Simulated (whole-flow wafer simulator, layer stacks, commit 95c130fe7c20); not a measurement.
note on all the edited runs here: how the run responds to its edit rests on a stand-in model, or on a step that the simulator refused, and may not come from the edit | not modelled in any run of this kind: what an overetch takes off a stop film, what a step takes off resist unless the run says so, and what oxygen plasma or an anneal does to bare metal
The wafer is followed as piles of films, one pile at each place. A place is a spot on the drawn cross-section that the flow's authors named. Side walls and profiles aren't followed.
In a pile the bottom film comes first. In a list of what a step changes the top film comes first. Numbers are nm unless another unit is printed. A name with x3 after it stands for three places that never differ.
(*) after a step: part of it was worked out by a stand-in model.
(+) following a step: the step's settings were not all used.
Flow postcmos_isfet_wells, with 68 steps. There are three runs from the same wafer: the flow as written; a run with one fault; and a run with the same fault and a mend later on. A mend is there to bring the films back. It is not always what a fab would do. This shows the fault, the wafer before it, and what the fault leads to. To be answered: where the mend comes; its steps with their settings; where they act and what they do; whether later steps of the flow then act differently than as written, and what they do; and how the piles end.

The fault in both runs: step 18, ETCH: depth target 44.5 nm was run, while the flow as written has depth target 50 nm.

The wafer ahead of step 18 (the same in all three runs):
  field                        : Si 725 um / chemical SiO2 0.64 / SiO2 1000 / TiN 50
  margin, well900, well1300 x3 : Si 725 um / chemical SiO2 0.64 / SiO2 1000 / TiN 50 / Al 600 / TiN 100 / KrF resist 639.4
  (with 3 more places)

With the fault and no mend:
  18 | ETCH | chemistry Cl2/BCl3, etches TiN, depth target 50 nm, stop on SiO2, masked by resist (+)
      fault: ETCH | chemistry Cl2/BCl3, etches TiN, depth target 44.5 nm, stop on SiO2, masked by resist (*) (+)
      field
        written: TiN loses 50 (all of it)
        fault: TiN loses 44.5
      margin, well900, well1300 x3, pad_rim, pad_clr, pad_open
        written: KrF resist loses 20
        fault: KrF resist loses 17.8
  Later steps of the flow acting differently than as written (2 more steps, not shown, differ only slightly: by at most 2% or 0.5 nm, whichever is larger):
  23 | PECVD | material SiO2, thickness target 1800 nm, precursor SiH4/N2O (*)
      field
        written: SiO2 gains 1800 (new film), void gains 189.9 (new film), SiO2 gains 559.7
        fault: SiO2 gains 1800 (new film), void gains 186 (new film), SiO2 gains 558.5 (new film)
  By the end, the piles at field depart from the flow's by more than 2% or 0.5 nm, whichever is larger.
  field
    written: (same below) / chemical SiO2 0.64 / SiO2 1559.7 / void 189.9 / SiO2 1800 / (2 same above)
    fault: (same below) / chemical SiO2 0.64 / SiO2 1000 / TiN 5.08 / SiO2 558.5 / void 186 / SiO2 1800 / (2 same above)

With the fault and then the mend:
  After step 18 comes the mend.
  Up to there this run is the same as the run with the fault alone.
  18a | ETCH | chemistry Cl2/BCl3, etches TiN, depth target 5.5 nm, stop on SiO2, masked by resist (the flow's step 18 again, with other settings)
      margin, well900, well1300 x3, pad_rim, pad_clr, pad_open
        KrF resist loses 2.2
      field
        TiN loses 5.5 (all of it)
  Later steps of the flow that are run all act as written at every place that is followed.
  At every place that both follow, the piles at the end match the flow's.
